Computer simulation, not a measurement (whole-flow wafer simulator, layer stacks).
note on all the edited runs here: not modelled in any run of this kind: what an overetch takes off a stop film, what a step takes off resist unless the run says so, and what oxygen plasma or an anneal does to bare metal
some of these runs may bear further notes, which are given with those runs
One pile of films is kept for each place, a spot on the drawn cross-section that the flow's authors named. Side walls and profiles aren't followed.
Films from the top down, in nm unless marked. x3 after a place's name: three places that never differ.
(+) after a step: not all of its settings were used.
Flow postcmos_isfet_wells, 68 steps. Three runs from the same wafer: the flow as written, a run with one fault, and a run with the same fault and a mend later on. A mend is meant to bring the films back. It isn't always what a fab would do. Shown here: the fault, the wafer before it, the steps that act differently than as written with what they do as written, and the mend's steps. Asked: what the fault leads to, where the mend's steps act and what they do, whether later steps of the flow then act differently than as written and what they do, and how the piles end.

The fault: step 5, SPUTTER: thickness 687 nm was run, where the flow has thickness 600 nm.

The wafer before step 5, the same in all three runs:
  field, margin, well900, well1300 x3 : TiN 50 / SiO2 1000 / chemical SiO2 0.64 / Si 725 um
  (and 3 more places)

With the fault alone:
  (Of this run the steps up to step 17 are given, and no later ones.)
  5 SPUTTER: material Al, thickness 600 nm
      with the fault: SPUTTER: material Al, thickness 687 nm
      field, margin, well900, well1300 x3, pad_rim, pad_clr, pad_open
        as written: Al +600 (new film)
        with the fault: Al +687 (new film)
  Later steps of the flow that act differently than as written:
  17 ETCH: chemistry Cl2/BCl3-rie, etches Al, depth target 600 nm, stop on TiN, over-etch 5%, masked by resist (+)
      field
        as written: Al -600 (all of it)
        with the fault: Al -600
  After step 17 the piles differ from the flow's by more than 2% or 0.5 nm, whichever is larger, at field, margin, well900, well1300 x3, pad_rim, pad_clr, pad_open.
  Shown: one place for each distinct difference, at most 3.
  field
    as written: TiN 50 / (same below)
    with the fault: Al 87 / TiN 50 / (same below)
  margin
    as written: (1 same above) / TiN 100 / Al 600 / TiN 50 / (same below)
    with the fault: (1 same above) / TiN 100 / Al 687 / TiN 50 / (same below)

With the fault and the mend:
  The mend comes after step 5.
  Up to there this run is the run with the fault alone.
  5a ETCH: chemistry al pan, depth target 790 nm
      field, margin, well900, well1300 x3, pad_rim, pad_clr, pad_open
        Al -687 (all of it)
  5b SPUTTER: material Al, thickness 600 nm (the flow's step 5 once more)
      field, margin, well900, well1300 x3, pad_rim, pad_clr, pad_open
        Al +600 (new film)
  No later step of the flow acts differently than as written at any place that is followed.
  At the end the piles are the same as the flow's at every place that both follow.
